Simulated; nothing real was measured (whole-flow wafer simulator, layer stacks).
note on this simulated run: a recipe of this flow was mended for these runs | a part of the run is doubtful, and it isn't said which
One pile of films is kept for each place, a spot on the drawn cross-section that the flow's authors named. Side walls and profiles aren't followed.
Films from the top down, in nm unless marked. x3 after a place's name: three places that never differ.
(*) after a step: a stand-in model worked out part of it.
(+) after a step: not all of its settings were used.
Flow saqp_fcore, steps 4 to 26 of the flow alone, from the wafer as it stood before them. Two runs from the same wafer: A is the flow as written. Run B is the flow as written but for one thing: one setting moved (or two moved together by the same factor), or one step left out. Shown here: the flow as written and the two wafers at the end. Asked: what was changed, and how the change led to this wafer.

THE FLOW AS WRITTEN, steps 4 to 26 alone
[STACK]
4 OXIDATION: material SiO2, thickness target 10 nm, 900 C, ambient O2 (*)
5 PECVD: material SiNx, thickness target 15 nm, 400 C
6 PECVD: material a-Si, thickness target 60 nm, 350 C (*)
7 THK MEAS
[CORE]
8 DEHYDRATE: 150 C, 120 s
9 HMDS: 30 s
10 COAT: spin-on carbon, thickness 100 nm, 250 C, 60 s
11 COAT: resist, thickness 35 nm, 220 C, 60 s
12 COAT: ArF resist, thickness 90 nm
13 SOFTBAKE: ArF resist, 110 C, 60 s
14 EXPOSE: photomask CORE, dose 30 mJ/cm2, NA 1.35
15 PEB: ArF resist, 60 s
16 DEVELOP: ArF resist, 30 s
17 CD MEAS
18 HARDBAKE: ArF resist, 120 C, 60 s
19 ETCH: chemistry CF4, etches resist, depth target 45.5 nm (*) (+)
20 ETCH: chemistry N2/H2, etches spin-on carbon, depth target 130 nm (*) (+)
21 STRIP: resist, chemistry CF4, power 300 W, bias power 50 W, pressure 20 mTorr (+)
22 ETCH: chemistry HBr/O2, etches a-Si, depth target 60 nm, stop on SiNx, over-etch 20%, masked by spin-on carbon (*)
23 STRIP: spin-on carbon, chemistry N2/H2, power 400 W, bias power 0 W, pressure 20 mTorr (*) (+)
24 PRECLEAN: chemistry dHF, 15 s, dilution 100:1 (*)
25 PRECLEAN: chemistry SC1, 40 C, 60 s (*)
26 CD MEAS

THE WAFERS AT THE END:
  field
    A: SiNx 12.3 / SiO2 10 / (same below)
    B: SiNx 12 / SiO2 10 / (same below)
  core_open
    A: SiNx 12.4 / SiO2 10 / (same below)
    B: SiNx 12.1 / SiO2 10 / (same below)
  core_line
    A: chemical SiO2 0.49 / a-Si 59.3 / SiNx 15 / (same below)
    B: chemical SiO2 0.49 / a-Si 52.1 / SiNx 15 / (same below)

The cause: step 6, PECVD: thickness target 52.8 nm was run, where the flow has thickness target 60 nm; step 20, ETCH: depth target 114.4 nm was run, where the flow has depth target 130 nm.

How the change led to this, step by step:
  6 PECVD: material a-Si, thickness target 60 nm, 350 C (*)
      field, core_open, core_line: A a-Si +60 (new film) | B a-Si +52.8 (new film)
  20 ETCH: chemistry N2/H2, etches spin-on carbon, depth target 130 nm (*) (+)
      field, core_open: A spin-on carbon -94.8 (all of it), a-Si -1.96 | B spin-on carbon -94.8 (all of it), a-Si -1.09
      core_line: A ArF resist -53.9 (all of it), resist -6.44 | B ArF resist -53.9 (all of it), resist -5.4
  21 STRIP: resist, chemistry CF4, power 300 W, bias power 50 W, pressure 20 mTorr (+)
      field: A a-Si -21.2 | B a-Si -22
      core_open: A a-Si -18.7 | B a-Si -19.3
      (and at 1 more place)
  22 ETCH: chemistry HBr/O2, etches a-Si, depth target 60 nm, stop on SiNx, over-etch 20%, masked by spin-on carbon (*)
      field: A a-Si -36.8 (all of it), SiNx -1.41 | B a-Si -29.7 (all of it), SiNx -1.69
      core_open: A a-Si -39.4 (all of it), SiNx -1.3 | B a-Si -32.4 (all of it), SiNx -1.58
      (and at 1 more place)
